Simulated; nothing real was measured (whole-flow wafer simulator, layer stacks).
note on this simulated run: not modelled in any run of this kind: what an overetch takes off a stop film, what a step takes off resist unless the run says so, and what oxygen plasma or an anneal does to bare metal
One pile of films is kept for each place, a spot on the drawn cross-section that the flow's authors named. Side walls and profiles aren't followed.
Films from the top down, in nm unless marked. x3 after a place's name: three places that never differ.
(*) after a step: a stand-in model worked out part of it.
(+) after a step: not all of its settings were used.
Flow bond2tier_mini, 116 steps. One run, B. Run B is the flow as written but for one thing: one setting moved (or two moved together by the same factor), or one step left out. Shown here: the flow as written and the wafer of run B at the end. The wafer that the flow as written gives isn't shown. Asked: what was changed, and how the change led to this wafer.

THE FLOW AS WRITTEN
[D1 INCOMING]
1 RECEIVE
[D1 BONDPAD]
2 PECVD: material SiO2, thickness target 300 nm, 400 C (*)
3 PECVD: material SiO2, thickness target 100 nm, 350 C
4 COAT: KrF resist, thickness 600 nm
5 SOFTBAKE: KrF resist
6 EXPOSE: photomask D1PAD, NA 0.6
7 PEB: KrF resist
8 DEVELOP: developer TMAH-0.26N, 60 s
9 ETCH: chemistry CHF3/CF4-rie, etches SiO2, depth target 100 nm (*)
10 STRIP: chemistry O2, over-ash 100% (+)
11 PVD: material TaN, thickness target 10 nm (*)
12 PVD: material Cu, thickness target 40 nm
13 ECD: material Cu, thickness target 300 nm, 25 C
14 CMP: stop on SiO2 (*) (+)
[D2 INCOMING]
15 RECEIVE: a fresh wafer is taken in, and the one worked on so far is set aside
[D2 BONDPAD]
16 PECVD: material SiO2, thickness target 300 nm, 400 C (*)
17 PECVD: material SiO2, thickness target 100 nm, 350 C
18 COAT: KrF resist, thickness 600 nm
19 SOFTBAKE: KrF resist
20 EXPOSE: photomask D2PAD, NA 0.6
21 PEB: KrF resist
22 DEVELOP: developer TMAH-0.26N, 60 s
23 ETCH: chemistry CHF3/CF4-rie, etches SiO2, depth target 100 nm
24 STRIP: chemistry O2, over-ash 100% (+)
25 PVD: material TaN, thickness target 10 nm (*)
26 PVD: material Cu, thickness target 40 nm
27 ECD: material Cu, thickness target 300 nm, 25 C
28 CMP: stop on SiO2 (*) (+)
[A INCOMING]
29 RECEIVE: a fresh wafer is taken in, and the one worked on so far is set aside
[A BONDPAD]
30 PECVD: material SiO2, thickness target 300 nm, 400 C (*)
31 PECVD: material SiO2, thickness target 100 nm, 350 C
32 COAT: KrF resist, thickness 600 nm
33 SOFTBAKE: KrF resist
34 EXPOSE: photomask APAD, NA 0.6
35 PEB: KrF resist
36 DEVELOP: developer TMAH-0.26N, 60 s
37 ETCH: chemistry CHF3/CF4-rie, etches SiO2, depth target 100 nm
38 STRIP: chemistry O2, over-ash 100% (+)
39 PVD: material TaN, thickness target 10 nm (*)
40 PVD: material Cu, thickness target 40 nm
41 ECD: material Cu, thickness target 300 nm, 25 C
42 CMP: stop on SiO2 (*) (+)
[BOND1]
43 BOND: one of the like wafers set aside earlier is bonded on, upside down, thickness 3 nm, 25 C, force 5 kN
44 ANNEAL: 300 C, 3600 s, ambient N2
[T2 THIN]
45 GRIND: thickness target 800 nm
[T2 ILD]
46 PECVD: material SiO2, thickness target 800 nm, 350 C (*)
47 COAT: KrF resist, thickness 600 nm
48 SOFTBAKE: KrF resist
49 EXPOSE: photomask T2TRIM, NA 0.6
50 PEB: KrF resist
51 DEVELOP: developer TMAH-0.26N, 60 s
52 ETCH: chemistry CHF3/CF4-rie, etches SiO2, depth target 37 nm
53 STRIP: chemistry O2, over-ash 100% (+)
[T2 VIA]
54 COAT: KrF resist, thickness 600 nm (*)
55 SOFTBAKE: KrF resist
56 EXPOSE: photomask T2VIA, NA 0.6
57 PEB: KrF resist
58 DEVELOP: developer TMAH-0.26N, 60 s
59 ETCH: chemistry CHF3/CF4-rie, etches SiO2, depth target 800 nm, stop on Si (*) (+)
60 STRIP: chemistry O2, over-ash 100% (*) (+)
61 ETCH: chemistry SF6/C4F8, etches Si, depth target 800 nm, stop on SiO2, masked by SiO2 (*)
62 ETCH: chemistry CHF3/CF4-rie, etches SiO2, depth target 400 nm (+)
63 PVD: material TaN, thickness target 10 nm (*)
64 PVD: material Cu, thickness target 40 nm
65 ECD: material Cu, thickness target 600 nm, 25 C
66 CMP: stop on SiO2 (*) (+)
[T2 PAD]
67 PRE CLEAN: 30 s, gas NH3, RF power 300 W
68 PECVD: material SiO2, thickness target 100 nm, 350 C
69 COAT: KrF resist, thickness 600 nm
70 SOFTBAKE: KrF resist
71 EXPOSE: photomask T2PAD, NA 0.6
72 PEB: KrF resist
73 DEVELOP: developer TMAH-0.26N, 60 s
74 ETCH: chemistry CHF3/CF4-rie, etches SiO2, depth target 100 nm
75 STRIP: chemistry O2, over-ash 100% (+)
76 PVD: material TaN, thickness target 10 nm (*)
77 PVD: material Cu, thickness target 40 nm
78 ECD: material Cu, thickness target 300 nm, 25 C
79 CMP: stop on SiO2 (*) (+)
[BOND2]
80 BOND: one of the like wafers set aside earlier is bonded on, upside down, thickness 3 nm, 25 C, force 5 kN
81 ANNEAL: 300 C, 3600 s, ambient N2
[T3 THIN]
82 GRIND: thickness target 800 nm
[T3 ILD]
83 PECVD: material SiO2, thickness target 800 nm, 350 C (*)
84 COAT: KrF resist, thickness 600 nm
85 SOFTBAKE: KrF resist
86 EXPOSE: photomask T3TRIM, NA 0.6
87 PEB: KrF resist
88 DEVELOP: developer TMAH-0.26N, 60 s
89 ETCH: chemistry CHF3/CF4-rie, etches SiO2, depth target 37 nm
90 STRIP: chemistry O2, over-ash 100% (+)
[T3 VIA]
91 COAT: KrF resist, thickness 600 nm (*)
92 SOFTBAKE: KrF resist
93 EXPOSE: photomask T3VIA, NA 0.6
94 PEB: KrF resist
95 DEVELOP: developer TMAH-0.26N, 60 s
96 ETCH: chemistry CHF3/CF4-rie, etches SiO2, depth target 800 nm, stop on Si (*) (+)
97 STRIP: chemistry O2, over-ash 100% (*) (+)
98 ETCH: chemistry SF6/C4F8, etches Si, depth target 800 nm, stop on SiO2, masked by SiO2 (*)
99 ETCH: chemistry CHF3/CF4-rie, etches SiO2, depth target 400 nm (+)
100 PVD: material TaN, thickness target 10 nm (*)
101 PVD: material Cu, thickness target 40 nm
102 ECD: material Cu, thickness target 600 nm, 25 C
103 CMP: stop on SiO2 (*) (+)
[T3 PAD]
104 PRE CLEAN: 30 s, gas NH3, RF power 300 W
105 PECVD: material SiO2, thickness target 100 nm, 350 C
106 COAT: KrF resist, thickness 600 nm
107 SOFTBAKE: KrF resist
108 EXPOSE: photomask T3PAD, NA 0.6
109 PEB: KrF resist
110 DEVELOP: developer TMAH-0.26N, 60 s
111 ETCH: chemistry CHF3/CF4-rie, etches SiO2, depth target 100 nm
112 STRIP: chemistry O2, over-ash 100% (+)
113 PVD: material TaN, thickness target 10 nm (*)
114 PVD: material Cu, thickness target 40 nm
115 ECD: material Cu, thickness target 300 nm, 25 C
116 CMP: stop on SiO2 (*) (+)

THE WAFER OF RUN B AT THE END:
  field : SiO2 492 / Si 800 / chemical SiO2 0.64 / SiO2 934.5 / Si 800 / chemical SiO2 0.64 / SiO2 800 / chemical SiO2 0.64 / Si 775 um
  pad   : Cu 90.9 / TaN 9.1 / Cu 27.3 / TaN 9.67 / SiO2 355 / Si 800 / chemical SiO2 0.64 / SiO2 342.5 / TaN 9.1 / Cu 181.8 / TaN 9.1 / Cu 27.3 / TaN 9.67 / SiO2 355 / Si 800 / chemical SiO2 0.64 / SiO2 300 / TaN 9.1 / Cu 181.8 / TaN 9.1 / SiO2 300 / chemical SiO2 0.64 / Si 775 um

The cause: step 17, PECVD: thickness target 142.5 nm was run, where the flow has thickness target 100 nm.

How the change led to this, step by step:
  17 PECVD: material SiO2, thickness target 100 nm, 350 C
      field, pad, via: SiO2 +142.5 (as written it would be: SiO2 +100)
  80 BOND: one of the like wafers set aside earlier is bonded on, upside down, thickness 3 nm, 25 C, force 5 kN
      field: Si +775 um (new film), chemical SiO2 +0.64 (new film), SiO2 +442.5 (as written it would be: Si +775 um (new film), chemical SiO2 +0.64 (new film), SiO2 +400)
      pad: Si +775 um (new film), chemical SiO2 +0.64 (new film), SiO2 +342.5 (new film), TaN +9.1 (new film), Cu +90.9 (as written it would be: Si +775 um (new film), chemical SiO2 +0.64 (new film), SiO2 +300 (new film), TaN +9.1 (new film), Cu +90.9)
